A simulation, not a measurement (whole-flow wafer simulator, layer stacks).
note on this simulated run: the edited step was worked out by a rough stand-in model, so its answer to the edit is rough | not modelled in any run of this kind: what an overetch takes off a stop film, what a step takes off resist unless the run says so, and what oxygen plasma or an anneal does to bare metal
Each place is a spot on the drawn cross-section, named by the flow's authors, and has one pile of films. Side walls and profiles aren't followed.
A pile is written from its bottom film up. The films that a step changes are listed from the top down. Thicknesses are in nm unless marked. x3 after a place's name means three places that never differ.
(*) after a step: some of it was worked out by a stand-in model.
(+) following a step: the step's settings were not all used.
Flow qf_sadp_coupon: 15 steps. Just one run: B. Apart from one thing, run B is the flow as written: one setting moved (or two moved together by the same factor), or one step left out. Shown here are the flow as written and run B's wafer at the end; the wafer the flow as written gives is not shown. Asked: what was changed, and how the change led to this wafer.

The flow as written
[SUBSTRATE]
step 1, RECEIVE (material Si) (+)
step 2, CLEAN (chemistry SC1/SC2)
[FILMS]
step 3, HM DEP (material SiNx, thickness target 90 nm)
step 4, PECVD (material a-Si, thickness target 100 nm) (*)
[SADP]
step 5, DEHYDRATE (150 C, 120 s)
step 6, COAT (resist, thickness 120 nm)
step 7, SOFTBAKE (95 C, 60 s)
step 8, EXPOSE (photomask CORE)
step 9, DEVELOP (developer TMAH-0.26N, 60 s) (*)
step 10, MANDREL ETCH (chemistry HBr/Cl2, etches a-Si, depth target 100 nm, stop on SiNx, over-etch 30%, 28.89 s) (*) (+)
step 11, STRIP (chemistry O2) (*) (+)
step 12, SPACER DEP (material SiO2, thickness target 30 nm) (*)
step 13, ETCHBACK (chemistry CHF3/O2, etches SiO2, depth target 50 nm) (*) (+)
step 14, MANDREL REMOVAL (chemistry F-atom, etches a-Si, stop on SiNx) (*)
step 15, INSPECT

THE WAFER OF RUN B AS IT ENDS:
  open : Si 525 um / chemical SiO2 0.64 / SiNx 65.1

What caused this: step 4, PECVD: thickness target 89.3 nm was run, while the flow as written has thickness target 100 nm.

How this came from the change, step by step:
  step 4, PECVD (material a-Si, thickness target 100 nm) (*)
      m, open: a-Si gains 89.3 (new film) (in the flow as written it would be: a-Si gains 100 (new film))
  step 10, MANDREL ETCH (chemistry HBr/Cl2, etches a-Si, depth target 100 nm, stop on SiNx, over-etch 30%, 28.89 s) (*) (+)
      open: a-Si loses 89.3 (all of it), SiNx loses 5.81 (in the flow as written it would be: a-Si loses 100 (all of it), SiNx loses 4.29)
  step 14, MANDREL REMOVAL (chemistry F-atom, etches a-Si, stop on SiNx) (*)
      m: a-Si loses 85.1 (all of it) (in the flow as written it would be: a-Si loses 95.8 (all of it))
